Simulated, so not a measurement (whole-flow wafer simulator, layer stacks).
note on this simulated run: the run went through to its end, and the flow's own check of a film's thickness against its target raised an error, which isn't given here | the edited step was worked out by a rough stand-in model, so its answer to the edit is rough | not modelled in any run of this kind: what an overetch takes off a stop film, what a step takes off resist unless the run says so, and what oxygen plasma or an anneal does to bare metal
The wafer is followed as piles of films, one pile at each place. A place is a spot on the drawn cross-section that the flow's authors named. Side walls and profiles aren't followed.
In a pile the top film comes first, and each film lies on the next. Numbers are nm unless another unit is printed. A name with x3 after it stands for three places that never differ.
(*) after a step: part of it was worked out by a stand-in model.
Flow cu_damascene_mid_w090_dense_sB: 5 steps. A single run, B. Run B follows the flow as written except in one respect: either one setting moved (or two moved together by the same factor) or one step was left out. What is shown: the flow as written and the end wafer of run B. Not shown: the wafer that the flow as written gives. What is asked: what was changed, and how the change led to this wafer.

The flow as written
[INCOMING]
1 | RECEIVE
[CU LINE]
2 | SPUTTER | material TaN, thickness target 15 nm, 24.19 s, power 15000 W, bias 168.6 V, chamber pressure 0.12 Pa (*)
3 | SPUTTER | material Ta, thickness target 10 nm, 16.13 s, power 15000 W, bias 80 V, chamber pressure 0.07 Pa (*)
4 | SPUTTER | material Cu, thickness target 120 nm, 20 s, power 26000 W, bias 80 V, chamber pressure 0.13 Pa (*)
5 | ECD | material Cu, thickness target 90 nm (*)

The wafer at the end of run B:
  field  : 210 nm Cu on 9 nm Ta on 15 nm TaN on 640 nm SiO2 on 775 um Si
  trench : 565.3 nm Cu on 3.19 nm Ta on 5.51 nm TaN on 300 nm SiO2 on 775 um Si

The reason: step 3, SPUTTER: thickness target 9 nm was run, whereas the flow has thickness target 10 nm; step 3, SPUTTER: 14.52 s was run, where the flow has 16.13 s.
One can read it off the wafer: field has Ta 9, and step 3 as written asks for 10 nm.

Step by step, how the change led to this:
  3 | SPUTTER | material Ta, thickness target 10 nm, 16.13 s, power 15000 W, bias 80 V, chamber pressure 0.07 Pa (*)
      field: +9 Ta (new film) (it would be, as written: +10 Ta (new film))
